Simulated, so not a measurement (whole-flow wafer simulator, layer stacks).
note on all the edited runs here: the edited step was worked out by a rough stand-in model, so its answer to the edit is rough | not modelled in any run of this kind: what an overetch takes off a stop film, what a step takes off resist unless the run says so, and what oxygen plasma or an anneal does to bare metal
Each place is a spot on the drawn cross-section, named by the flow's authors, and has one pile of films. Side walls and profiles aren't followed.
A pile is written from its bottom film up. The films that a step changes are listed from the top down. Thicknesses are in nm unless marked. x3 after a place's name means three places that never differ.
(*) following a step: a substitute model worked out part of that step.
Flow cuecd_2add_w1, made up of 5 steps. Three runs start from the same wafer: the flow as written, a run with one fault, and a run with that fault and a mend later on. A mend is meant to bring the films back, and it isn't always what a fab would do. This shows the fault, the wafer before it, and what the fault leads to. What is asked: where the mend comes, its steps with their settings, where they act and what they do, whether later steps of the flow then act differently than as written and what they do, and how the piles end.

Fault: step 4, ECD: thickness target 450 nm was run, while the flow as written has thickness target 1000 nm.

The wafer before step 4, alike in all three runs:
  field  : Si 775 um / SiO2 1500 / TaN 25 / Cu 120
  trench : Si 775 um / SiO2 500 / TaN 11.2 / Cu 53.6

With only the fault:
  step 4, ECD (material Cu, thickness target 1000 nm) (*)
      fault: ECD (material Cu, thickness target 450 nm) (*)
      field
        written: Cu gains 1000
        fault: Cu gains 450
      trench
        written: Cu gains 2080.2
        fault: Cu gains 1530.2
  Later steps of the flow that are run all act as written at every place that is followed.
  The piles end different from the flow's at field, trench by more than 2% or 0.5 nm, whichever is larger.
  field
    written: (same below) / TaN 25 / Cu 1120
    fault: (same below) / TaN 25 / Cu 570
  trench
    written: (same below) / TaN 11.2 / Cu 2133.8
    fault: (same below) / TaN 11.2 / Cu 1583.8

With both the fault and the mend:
  After step 5 comes the mend.
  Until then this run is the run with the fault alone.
  step 5a, ECD (material Cu, thickness target 550 nm) (the flow's step 4 again, with other settings)
      field, trench
        Cu gains 550
  Later steps of the flow that are run all act as written at every place that is followed.
  At every place that both follow, the piles at the end match the flow's.
